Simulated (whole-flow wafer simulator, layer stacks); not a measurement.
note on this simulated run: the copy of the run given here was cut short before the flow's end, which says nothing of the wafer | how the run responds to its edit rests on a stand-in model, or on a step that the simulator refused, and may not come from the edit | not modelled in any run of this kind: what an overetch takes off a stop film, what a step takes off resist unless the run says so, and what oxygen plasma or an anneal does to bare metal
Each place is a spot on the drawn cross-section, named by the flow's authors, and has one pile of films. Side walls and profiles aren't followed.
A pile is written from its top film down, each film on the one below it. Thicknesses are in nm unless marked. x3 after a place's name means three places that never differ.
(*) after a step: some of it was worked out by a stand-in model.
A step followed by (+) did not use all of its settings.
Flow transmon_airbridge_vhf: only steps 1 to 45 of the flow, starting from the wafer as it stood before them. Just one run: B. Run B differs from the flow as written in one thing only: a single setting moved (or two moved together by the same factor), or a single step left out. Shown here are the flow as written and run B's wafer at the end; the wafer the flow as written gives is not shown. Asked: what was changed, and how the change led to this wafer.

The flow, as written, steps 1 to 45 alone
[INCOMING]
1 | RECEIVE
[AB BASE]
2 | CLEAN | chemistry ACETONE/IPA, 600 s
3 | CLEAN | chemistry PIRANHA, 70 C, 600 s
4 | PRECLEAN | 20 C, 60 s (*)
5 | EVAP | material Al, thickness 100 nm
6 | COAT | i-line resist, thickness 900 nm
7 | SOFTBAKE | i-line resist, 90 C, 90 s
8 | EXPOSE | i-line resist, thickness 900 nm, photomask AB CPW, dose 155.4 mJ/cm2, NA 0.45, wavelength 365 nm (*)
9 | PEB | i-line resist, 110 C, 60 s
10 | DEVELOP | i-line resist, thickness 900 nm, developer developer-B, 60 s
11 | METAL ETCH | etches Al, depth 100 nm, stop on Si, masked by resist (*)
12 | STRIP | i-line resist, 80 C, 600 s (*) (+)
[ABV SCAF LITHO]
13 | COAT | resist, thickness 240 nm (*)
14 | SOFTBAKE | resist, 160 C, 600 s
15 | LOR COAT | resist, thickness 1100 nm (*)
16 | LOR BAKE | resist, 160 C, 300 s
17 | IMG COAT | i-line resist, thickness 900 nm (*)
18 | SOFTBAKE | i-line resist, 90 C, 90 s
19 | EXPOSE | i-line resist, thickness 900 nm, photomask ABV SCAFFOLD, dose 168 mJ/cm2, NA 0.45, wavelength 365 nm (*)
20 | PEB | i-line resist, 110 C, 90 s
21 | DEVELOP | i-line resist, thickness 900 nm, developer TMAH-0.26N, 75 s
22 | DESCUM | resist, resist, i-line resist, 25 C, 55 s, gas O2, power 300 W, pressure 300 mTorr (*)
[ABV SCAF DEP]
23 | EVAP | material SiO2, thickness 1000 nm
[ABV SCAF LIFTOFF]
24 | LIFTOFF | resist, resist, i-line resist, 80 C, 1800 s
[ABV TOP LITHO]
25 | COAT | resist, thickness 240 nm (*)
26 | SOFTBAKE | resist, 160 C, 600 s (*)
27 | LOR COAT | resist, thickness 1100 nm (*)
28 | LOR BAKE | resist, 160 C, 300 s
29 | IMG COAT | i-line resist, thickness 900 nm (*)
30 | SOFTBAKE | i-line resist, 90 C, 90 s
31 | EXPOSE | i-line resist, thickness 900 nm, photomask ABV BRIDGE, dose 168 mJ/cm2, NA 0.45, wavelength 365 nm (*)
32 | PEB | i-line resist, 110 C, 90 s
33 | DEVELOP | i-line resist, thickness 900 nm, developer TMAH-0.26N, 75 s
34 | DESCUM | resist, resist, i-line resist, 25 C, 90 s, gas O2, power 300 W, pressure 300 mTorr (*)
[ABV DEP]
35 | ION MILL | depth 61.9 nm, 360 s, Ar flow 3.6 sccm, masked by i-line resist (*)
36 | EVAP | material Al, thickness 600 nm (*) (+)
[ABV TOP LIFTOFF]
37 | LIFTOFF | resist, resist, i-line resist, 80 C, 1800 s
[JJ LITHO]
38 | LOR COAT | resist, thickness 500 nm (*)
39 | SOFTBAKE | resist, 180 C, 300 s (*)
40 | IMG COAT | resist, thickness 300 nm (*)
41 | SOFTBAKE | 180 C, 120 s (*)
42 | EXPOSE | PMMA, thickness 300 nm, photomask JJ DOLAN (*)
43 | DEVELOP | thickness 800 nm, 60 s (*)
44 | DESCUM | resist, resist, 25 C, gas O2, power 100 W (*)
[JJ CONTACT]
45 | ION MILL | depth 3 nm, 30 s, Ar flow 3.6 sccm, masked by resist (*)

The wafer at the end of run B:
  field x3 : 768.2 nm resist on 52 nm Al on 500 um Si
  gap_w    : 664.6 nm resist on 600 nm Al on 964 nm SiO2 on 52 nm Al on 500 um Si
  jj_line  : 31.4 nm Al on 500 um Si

The reason: step 5, EVAP: thickness 152 nm was run, whereas the flow has thickness 100 nm.

Step by step, how the change led to this:
  5 | EVAP | material Al, thickness 100 nm
      field x3, jj_line, ground_far and 12 more: Al gains 152 (new film) (it would be, as written: Al gains 100 (new film))
  11 | METAL ETCH | etches Al, depth 100 nm, stop on Si, masked by resist (*)
      field x3, jj_line, gap_w, gap_e: Al loses 100 (it would be, as written: Al loses 100 (all of it))
  45 | ION MILL | depth 3 nm, 30 s, Ar flow 3.6 sccm, masked by resist (*)
      jj_line: Al loses 20.6 (it would be, as written: Si loses 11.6)
With metal films that touch counted as one body, field x3 has 1 body; the flow as written gives 0 bodies.
With metal films that touch counted as one body, gap_w has 2 bodies (between them, from the top down: SiO2 964); the flow as written gives 1 body.
With metal films that touch counted as one body, jj_line has 1 body; the flow as written gives 0 bodies.
